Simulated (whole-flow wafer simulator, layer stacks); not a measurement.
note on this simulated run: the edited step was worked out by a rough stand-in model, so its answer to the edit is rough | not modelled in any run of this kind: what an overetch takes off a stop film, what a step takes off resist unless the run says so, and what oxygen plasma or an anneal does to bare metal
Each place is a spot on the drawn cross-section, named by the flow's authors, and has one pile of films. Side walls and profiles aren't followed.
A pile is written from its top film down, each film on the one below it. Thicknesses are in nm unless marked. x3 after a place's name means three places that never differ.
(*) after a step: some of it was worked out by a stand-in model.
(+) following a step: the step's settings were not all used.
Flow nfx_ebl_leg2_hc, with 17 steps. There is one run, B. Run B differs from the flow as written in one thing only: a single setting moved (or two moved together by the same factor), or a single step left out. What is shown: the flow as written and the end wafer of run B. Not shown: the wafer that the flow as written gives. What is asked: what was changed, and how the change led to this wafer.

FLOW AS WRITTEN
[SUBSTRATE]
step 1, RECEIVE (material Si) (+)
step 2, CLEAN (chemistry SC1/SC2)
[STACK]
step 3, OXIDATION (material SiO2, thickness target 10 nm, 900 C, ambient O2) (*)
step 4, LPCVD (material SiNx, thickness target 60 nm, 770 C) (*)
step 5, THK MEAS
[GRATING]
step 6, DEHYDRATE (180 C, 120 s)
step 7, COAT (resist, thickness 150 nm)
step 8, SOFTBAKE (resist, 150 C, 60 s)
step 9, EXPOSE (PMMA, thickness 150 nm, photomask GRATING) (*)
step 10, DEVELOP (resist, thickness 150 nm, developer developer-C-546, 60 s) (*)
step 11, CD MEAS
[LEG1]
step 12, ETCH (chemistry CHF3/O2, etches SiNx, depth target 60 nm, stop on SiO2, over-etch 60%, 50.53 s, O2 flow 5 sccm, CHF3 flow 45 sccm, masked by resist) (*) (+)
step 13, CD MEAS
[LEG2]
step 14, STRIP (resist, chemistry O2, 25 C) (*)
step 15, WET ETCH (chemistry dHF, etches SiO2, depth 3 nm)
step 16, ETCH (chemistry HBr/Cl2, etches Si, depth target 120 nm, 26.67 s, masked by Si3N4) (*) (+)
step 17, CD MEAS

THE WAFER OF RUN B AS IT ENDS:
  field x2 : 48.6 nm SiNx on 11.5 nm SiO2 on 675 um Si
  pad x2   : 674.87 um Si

The reason: step 3, OXIDATION: thickness target 11.5 nm was run, though the flow has thickness target 10 nm.
The wafer lets one read it off: field x2 has SiO2 11.5, and step 3 as written asks for 10 nm.

The path from the change to this, step by step:
  step 3, OXIDATION (material SiO2, thickness target 10 nm, 900 C, ambient O2) (*)
      field x2, pad x2: +11.5 SiO2 (new film), -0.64 chemical SiO2 (all of it), -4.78 Si (it would be, as written: +10 SiO2 (new film), -0.64 chemical SiO2 (all of it), -4.12 Si)
  step 12, ETCH (chemistry CHF3/O2, etches SiNx, depth target 60 nm, stop on SiO2, over-etch 60%, 50.53 s, O2 flow 5 sccm, CHF3 flow 45 sccm, masked by resist) (*) (+)
      pad x2: -60 SiNx (all of it), -11.5 SiO2 (all of it) (it would be, as written: -60 SiNx (all of it), -10 SiO2 (all of it))
